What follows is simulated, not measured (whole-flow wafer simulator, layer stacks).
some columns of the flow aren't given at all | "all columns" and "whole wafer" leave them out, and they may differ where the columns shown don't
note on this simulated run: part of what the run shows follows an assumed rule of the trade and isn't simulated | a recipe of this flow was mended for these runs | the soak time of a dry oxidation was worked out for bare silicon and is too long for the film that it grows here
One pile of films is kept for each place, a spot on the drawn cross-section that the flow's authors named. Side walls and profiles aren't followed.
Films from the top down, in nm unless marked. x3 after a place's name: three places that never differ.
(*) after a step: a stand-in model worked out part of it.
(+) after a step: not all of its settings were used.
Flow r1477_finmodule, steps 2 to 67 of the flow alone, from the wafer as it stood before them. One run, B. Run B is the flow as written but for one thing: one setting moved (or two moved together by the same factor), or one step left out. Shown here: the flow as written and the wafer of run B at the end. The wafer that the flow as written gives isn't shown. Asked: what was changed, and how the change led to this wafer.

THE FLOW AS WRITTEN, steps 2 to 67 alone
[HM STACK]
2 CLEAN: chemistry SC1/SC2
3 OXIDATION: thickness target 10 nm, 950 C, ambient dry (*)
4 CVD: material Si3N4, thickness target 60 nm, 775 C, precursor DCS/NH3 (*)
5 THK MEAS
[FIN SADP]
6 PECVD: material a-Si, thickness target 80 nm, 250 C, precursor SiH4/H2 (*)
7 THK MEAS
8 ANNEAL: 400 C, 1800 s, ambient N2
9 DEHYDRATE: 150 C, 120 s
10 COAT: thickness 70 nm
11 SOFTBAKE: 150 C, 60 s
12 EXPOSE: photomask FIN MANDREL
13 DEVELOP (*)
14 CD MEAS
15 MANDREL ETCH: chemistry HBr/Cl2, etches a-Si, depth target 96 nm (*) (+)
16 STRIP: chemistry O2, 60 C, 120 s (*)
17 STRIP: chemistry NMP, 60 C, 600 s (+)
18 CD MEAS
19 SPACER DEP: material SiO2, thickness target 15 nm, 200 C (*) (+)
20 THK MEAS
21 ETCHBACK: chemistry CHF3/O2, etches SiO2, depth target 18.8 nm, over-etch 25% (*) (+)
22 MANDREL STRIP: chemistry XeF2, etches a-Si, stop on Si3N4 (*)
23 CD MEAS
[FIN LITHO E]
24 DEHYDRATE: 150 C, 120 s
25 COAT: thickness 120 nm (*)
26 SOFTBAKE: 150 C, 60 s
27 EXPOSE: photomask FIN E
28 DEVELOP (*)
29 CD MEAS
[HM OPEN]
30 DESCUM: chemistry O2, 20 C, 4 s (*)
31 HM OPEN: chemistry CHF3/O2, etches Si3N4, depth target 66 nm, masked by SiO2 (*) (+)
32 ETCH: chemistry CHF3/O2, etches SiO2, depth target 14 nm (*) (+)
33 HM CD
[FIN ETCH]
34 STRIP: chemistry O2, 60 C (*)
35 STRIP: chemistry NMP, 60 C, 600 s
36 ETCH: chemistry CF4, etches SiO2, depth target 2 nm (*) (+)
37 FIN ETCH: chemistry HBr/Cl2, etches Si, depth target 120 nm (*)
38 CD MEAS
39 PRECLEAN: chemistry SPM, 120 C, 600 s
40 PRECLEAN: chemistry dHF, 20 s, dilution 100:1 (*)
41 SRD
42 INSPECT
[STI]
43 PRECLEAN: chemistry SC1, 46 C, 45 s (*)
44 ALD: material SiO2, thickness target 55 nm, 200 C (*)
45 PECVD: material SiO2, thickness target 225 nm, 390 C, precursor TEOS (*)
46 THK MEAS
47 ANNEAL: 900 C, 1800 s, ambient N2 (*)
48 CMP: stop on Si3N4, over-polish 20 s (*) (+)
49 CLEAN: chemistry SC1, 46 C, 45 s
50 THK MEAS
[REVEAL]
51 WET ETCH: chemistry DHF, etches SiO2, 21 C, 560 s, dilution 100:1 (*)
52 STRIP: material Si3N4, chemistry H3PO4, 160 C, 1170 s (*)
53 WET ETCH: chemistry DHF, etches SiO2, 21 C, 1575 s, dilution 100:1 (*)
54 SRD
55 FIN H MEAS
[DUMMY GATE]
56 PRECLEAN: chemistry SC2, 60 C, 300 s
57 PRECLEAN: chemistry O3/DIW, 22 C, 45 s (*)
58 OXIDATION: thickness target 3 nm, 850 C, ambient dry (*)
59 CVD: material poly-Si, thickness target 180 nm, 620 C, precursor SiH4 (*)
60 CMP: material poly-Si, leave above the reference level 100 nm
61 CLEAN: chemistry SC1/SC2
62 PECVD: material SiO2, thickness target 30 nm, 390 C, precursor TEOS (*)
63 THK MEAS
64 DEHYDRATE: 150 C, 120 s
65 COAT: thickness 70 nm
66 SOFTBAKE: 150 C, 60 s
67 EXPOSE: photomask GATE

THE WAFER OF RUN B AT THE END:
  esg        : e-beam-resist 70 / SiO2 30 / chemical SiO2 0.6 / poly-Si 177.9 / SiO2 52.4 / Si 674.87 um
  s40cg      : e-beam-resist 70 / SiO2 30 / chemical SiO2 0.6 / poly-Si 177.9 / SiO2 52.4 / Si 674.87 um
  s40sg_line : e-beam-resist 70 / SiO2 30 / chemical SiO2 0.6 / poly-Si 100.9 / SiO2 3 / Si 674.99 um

The cause: step 4, CVD: thickness target 45.6 nm was run, where the flow has thickness target 60 nm; step 15, MANDREL ETCH: depth target 73 nm was run, where the flow has depth target 96 nm.

How the change led to this, step by step:
  4 CVD: material Si3N4, thickness target 60 nm, 775 C, precursor DCS/NH3 (*)
      pad, padg, elg and 33 more: Si3N4 +45.6 (new film) (as written it would be: Si3N4 +60 (new film))
  15 MANDREL ETCH: chemistry HBr/Cl2, etches a-Si, depth target 96 nm (*) (+)
      pad, padg, elg and 27 more: a-Si -73 (as written it would be: a-Si -80 (all of it), Si3N4 -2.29)
      s40cg, s45cg, s50cg, s40co, s45co, s50co: e-beam-resist -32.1 (as written it would be: e-beam-resist -41)
  16 STRIP: chemistry O2, 60 C, 120 s (*)
      pad, padg, elg and 27 more: chemical SiO2 +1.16 (new film), a-Si -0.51 (as written it would be: nothing)
      s40cg, s45cg, s50cg, s40co, s45co, s50co: chemical SiO2 +0.73 (new film), e-beam-resist -37.9 (all of it), a-Si -0.32 (as written it would be: chemical SiO2 +0.89 (new film), e-beam-resist -29 (all of it), a-Si -0.39)
  21 ETCHBACK: chemistry CHF3/O2, etches SiO2, depth target 18.8 nm, over-etch 25% (*) (+)
      pad, padg, elg and 21 more: SiO2 -15 (all of it), chemical SiO2 -1.16 (all of it), a-Si -0.53 (as written it would be: SiO2 -15 (all of it), Si3N4 -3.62)
  22 MANDREL STRIP: chemistry XeF2, etches a-Si, stop on Si3N4 (*)
      pad, padg, elg and 21 more: a-Si -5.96 (all of it) (as written it would be: nothing)
      s40sg_line, s45sg_line, s50sg_line, s40so_line, s45so_line, s50so_line: under 1 film: chemical SiO2 -1.16 (all of it), a-Si -6.48 (all of it) (as written it would be: nothing)
  25 COAT: thickness 120 nm (*)
      s40cg, s40co: e-beam-resist +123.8 (new film) (as written it would be: e-beam-resist +136.7 (new film))
      s40sg, s40so: e-beam-resist +123.8 (new film) (as written it would be: e-beam-resist +142.6 (new film))
      (and at 14 more places)
  28 DEVELOP (*)
      s40cg, s40co: e-beam-resist -123.8 (all of it) (as written it would be: e-beam-resist -136.7 (all of it))
      s40sg, s40so: e-beam-resist -123.8 (all of it) (as written it would be: e-beam-resist -142.6 (all of it))
      (and at 14 more places)
  31 HM OPEN: chemistry CHF3/O2, etches Si3N4, depth target 66 nm, masked by SiO2 (*) (+)
      pad, padg, esg and 13 more: Si3N4 -45.6 (all of it), SiO2 -10 (all of it), Si -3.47 (as written it would be: Si3N4 -54.1 (all of it), SiO2 -5.95)
      s40cg, s45cg, s50cg, s40co, s45co, s50co: Si3N4 -45.6 (all of it), SiO2 -10 (all of it), Si -3.47 (as written it would be: Si3N4 -60 (all of it), SiO2 -3)
      (and at 6 more places)
  32 ETCH: chemistry CHF3/O2, etches SiO2, depth target 14 nm (*) (+)
      pad, padg, esg and 13 more: Si -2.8 (as written it would be: SiO2 -4.05 (all of it), Si -1.99)
      s40cg, s45cg, s50cg, s40co, s45co, s50co: Si -2.8 (as written it would be: SiO2 -7 (all of it), Si -1.4)
      (and at 14 more places)
  34 STRIP: chemistry O2, 60 C (*)
      elg, e40lg, e100lg, e200lg, elo, e40lo, e100lo, e200lo: e-beam-resist -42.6 (all of it) (as written it would be: e-beam-resist -33.9 (all of it))
  37 FIN ETCH: chemistry HBr/Cl2, etches Si, depth target 120 nm (*)
      s40sg_line, s45sg_line, s50sg_line, s40so_line, s45so_line, s50so_line: SiO2 -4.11 (all of it) (as written it would be: SiO2 -9.23)
  39 PRECLEAN: chemistry SPM, 120 C, 600 s
      s40sg_line, s45sg_line, s50sg_line, s40so_line, s45so_line, s50so_line: chemical SiO2 +0.8 (new film), Si -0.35 (as written it would be: nothing)
  40 PRECLEAN: chemistry dHF, 20 s, dilution 100:1 (*)
      s40sg_line, s45sg_line, s50sg_line, s40so_line, s45so_line, s50so_line: chemical SiO2 -0.8 (all of it) (as written it would be: SiO2 -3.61)
  43 PRECLEAN: chemistry SC1, 46 C, 45 s (*)
      s40sg_line, s45sg_line, s50sg_line, s40so_line, s45so_line, s50so_line: chemical SiO2 +0.48 (new film), Si -0.82 (as written it would be: SiO2 -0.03)
  44 ALD: material SiO2, thickness target 55 nm, 200 C (*)
      s40sg_line, s45sg_line, s50sg_line, s40so_line, s45so_line, s50so_line: SiO2 +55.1 (new film) (as written it would be: SiO2 +55)
      s40cg, s45cg, s50cg, s40co, s45co, s50co: SiO2 +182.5 (new film) (as written it would be: SiO2 +263.2 (new film))
      (and at 6 more places)
  48 CMP: stop on Si3N4, over-polish 20 s (*) (+)
      elg, e40lg, e100lg, e200lg, elo, e40lo, e100lo, e200lo: SiO2 -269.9 (all of it), Si3N4 -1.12 (as written it would be: SiO2 -247.6)
      s40sg_line, s45sg_line, s50sg_line, s40so_line, s45so_line, s50so_line: SiO2 -234.6 (as written it would be: SiO2 -287 (all of it), Si3N4 -1.12)
      (and at 22 more places)
  ... 4 more steps ...
  60 CMP: material poly-Si, leave above the reference level 100 nm
      pad, padg: nothing (as written it would be: poly-Si -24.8)
      e200sg, e200so: poly-Si -80 (as written it would be: poly-Si -72.9)
